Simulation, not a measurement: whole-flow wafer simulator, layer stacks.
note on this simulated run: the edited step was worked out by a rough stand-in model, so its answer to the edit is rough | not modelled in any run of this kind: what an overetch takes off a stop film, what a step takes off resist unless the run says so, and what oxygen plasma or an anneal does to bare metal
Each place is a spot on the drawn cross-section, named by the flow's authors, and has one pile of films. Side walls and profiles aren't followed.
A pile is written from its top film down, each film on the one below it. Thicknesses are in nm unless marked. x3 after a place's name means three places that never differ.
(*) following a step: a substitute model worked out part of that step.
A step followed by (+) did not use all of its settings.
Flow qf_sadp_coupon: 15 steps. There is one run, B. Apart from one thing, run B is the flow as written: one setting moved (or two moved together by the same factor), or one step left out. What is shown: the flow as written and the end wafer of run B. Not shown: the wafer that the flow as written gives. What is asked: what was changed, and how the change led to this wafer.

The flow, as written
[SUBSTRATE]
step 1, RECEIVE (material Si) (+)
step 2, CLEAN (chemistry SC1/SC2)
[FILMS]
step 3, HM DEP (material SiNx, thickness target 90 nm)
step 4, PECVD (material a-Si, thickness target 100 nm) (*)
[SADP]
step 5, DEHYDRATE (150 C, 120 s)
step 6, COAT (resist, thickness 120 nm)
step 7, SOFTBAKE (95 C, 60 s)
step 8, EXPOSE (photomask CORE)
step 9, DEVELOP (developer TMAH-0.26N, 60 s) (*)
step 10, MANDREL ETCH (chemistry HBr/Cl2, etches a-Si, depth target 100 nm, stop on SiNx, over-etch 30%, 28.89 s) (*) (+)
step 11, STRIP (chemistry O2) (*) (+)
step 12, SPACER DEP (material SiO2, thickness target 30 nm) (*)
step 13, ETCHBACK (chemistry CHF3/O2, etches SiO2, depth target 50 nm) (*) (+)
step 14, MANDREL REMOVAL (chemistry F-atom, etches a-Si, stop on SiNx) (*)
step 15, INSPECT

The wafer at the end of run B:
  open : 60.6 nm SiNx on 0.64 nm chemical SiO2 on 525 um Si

Cause: step 4, PECVD: thickness target 57.5 nm was run, while the flow as written has thickness target 100 nm.

How this came from the change, step by step:
  step 4, PECVD (material a-Si, thickness target 100 nm) (*)
      m, open: +57.5 a-Si (new film) (it would be, as written: +100 a-Si (new film))
  step 10, MANDREL ETCH (chemistry HBr/Cl2, etches a-Si, depth target 100 nm, stop on SiNx, over-etch 30%, 28.89 s) (*) (+)
      open: -57.5 a-Si (all of it), -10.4 SiNx (it would be, as written: -100 a-Si (all of it), -4.29 SiNx)
  step 14, MANDREL REMOVAL (chemistry F-atom, etches a-Si, stop on SiNx) (*)
      m: -53.3 a-Si (all of it) (it would be, as written: -95.8 a-Si (all of it))
